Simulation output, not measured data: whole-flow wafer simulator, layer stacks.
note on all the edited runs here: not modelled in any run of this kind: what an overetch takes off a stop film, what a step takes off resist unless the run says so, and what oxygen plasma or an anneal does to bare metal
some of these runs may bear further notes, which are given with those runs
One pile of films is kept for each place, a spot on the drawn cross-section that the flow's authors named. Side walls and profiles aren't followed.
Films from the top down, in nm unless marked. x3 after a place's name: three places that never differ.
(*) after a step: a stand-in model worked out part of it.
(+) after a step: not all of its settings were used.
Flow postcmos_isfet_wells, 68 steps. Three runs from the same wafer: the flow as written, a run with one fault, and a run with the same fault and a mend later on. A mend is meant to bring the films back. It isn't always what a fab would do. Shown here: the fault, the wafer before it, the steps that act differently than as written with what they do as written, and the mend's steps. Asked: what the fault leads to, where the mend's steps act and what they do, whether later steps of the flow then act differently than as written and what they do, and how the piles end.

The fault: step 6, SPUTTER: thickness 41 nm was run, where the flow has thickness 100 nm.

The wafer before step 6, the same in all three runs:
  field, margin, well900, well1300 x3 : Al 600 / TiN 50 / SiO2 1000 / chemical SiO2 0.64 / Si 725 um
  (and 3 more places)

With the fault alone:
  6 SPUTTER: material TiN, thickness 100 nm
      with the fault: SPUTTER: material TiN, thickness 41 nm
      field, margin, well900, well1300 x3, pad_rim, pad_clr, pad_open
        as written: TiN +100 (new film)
        with the fault: TiN +41 (new film)
  Later steps of the flow that act differently than as written:
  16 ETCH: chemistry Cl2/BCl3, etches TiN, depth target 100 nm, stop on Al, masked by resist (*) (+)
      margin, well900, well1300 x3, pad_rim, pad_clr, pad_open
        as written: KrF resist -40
        with the fault: KrF resist -24.6
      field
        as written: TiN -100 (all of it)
        with the fault: TiN -41 (all of it)
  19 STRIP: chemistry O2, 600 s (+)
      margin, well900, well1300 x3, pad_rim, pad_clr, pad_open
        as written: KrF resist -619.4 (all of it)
        with the fault: KrF resist -634.8 (all of it)
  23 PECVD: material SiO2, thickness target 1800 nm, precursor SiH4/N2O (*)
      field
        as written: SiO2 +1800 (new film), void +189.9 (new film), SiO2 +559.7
        with the fault: SiO2 +1800 (new film), void +146.3 (new film), SiO2 +544.2
  At the end the piles differ from the flow's by more than 2% or 0.5 nm, whichever is larger, at field, margin, well900, well1300 x3, pad_rim, pad_clr, pad_open.
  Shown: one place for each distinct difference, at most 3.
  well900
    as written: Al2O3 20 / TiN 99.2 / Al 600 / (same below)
    with the fault: Al2O3 20 / TiN 40.2 / Al 600 / (same below)
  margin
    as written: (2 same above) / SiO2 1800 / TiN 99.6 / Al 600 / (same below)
    with the fault: (2 same above) / SiO2 1800 / TiN 40.6 / Al 600 / (same below)
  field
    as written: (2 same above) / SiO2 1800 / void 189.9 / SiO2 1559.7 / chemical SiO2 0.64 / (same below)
    with the fault: (2 same above) / SiO2 1800 / void 146.3 / SiO2 1544.2 / chemical SiO2 0.64 / (same below)

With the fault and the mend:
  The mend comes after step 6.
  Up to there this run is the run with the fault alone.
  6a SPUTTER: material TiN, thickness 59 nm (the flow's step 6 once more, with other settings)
      field, margin, well900, well1300 x3, pad_rim, pad_clr, pad_open
        TiN +59
  No later step of the flow acts differently than as written at any place that is followed.
  At the end the piles are the same as the flow's at every place that both follow.
